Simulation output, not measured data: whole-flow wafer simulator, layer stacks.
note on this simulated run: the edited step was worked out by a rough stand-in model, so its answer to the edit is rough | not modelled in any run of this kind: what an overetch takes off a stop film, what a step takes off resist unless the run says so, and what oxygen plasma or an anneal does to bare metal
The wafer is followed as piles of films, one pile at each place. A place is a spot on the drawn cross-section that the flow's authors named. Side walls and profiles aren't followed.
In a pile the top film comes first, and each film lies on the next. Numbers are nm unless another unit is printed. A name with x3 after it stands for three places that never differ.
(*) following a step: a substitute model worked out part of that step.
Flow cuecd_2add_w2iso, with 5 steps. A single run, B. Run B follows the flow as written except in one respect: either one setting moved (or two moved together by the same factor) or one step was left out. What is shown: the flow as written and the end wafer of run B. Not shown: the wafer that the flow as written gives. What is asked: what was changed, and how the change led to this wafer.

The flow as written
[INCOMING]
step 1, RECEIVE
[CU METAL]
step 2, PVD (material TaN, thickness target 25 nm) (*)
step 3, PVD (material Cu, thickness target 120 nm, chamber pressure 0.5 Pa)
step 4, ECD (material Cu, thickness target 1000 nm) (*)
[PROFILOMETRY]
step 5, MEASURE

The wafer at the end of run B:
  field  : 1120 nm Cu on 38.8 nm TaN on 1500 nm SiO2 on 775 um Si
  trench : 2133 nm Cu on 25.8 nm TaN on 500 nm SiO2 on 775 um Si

Cause: step 2, PVD: thickness target 38.8 nm was run, though the flow has thickness target 25 nm.
One can read it off the wafer: field has TaN 38.8, and step 2 as written asks for 25 nm.

Step by step, how the change led to this:
  step 2, PVD (material TaN, thickness target 25 nm) (*)
      field: TaN gains 38.8 (new film) (in the flow as written it would be: TaN gains 25 (new film))
      trench: TaN gains 25.8 (new film) (in the flow as written it would be: TaN gains 16.6 (new film))
